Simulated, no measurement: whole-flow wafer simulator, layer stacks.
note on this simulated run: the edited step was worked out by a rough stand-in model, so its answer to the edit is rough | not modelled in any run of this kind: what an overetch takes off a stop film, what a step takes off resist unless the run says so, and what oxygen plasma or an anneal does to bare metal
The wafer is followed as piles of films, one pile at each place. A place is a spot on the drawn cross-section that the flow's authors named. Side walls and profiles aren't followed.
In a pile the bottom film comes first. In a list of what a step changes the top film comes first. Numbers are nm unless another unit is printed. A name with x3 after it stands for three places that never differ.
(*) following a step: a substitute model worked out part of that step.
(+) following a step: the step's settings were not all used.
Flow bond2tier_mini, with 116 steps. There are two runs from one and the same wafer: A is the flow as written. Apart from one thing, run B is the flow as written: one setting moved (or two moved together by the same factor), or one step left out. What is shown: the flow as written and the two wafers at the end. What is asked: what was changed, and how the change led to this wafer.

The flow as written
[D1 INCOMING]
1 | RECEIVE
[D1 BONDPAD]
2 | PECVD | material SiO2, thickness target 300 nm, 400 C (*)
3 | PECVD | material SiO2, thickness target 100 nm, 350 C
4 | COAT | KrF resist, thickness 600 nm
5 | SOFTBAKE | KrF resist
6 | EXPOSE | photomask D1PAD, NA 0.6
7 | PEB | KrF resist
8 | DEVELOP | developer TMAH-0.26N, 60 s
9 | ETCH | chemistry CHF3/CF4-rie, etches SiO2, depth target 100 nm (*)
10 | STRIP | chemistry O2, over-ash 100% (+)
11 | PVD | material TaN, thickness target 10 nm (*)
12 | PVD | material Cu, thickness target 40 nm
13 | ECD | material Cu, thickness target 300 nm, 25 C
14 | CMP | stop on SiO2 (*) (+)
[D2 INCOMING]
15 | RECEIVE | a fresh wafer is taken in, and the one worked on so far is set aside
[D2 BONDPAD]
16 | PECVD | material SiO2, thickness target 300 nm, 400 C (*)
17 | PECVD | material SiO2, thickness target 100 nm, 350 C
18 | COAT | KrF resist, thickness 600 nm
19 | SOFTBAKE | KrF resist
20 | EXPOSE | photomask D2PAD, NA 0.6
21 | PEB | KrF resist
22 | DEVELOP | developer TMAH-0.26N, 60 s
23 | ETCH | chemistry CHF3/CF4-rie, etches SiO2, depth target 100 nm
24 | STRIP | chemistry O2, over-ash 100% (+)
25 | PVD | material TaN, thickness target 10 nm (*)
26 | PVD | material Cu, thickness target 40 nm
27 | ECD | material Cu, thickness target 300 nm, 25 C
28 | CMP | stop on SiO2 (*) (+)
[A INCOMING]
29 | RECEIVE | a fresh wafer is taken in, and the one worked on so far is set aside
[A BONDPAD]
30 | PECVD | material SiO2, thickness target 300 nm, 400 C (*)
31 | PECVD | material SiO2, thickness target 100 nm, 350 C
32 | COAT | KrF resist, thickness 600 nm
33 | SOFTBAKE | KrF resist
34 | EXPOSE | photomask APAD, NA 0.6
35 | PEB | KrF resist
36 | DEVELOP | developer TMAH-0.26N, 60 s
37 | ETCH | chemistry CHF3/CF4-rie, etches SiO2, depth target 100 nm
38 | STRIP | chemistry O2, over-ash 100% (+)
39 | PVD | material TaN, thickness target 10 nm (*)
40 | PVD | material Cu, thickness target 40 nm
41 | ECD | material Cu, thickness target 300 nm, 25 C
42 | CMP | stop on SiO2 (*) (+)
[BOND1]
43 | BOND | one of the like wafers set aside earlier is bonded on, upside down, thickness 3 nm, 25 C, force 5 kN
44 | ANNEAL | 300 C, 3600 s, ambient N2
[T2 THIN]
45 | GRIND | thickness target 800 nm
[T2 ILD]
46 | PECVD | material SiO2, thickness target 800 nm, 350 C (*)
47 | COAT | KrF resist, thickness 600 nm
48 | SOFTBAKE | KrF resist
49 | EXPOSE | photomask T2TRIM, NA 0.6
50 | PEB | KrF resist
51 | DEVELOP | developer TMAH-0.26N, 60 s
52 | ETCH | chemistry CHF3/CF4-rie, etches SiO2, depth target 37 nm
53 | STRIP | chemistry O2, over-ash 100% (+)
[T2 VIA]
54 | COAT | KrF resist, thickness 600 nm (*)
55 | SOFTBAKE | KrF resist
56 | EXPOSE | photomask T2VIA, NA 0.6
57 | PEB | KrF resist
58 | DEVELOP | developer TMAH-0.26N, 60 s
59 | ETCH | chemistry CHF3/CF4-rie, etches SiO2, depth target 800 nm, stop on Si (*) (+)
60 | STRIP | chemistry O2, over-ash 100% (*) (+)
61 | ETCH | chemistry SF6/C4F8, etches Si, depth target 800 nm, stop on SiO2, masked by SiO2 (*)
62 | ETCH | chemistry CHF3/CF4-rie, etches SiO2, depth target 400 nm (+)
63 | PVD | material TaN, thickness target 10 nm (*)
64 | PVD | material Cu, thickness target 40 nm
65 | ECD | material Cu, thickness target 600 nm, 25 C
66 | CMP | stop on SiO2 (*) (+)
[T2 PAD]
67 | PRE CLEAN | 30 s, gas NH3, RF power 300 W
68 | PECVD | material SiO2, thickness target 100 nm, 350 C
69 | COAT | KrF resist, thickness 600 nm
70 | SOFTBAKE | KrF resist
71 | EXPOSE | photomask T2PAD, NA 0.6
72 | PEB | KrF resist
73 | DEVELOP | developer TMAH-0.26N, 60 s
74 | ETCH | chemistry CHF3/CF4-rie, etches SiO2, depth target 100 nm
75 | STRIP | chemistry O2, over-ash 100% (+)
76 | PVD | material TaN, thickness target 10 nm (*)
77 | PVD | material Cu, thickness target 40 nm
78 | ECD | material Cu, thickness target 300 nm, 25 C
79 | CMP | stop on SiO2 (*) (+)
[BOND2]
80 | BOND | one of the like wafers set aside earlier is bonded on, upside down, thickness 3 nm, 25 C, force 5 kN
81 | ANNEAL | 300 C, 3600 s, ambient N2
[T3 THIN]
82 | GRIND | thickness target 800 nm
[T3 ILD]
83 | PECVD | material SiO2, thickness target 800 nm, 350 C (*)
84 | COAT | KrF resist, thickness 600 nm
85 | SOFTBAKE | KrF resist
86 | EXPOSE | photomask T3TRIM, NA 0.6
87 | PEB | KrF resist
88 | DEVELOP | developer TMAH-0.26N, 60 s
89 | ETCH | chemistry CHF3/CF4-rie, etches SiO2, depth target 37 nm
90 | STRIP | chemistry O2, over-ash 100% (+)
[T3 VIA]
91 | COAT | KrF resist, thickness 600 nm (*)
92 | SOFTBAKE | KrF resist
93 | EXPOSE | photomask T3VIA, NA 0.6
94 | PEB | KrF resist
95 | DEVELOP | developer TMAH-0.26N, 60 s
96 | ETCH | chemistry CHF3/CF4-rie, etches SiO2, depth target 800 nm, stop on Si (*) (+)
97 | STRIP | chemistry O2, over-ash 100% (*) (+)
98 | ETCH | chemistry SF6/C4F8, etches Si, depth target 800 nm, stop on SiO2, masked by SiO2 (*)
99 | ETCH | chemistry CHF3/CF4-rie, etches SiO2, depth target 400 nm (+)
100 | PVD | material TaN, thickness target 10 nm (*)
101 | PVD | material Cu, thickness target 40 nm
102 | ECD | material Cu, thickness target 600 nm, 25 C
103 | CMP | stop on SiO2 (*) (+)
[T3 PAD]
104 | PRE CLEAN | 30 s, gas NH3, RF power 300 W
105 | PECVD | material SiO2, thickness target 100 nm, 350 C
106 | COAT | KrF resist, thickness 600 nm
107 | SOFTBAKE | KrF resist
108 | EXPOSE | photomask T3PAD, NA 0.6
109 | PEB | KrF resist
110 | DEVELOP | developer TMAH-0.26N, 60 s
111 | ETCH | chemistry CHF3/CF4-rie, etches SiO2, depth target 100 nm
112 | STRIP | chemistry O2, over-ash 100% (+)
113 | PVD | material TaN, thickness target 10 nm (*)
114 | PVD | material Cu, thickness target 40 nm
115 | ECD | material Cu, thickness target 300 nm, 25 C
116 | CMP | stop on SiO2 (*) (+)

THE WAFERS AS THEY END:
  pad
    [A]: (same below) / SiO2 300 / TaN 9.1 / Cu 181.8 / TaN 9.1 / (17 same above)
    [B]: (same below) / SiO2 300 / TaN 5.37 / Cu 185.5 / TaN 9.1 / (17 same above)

The reason: step 39, PVD: thickness target 5.9 nm was run, though the flow has thickness target 10 nm.

How this came from the change, step by step:
  39 | PVD | material TaN, thickness target 10 nm (*)
      field: A +10 TaN (new film) | B +5.9 TaN (new film)
      pad: A +9.1 TaN (new film) | B +5.37 TaN (new film)
      (also at 1 further place)
  42 | CMP | stop on SiO2 (*) (+)
      field: A -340 Cu (all of it), -10 TaN (all of it) | B -340 Cu (all of it), -5.9 TaN (all of it)
